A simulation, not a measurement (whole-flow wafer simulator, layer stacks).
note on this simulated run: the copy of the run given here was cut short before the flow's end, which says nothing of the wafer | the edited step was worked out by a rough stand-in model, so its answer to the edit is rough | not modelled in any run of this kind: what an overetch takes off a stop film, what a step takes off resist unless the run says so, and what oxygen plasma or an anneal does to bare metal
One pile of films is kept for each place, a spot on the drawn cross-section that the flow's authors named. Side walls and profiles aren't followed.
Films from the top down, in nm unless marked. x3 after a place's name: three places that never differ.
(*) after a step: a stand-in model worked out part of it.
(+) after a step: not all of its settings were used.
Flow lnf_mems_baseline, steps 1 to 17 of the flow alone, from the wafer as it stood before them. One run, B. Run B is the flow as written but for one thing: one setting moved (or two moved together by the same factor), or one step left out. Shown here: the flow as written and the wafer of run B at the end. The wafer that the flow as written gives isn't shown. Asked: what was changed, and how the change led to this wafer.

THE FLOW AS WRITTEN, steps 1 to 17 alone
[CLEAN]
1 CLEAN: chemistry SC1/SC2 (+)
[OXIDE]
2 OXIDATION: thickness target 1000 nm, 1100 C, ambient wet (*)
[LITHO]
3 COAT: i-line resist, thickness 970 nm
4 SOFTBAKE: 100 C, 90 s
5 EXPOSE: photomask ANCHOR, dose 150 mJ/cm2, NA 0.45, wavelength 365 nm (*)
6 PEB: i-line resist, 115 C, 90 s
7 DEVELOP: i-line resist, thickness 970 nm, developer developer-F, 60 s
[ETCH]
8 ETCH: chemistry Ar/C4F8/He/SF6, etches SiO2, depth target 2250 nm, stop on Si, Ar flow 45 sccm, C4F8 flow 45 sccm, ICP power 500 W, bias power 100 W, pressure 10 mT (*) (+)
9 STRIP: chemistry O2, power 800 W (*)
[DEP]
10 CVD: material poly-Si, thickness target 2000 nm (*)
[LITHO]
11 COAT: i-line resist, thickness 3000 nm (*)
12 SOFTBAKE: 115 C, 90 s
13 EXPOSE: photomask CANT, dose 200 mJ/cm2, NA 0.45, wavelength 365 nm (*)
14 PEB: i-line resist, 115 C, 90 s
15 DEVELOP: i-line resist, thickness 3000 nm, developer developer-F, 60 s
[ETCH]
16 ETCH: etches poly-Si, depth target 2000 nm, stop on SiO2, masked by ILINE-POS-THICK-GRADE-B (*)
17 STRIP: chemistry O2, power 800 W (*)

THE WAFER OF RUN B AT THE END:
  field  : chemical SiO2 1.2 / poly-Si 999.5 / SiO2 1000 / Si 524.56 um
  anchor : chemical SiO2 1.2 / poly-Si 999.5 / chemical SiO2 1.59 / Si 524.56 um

The cause: step 10, CVD: thickness target 1000 nm was run, where the flow has thickness target 2000 nm.

How the change led to this, step by step:
  10 CVD: material poly-Si, thickness target 2000 nm (*)
      field, beam, trench, char_slit: poly-Si +1000 (new film) (as written it would be: poly-Si +2000 (new film))
      anchor: poly-Si +1000 (new film) (as written it would be: poly-Si +2322 (new film))
  11 COAT: i-line resist, thickness 3000 nm (*)
      anchor: i-line resist +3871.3 (new film) (as written it would be: i-line resist +3611.6 (new film))
  12 SOFTBAKE: 115 C, 90 s
      field: i-line resist -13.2 (as written it would be: i-line resist -6.66)
      anchor: i-line resist +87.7 (as written it would be: i-line resist +45.4)
      (and at 2 more places)
  14 PEB: i-line resist, 115 C, 90 s
      anchor: i-line resist -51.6 (as written it would be: i-line resist -46.1)
  16 ETCH: etches poly-Si, depth target 2000 nm, stop on SiO2, masked by ILINE-POS-THICK-GRADE-B (*)
      field, anchor, beam: i-line resist -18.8 (as written it would be: i-line resist -25)
      trench, char_slit: poly-Si -1000 (all of it) (as written it would be: poly-Si -2000 (all of it))
  17 STRIP: chemistry O2, power 800 W (*)
      anchor: chemical SiO2 +1.2 (new film), i-line resist -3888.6 (all of it), poly-Si -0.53 (as written it would be: chemical SiO2 +1.17 (new film), i-line resist -3585.8 (all of it), poly-Si -0.52)
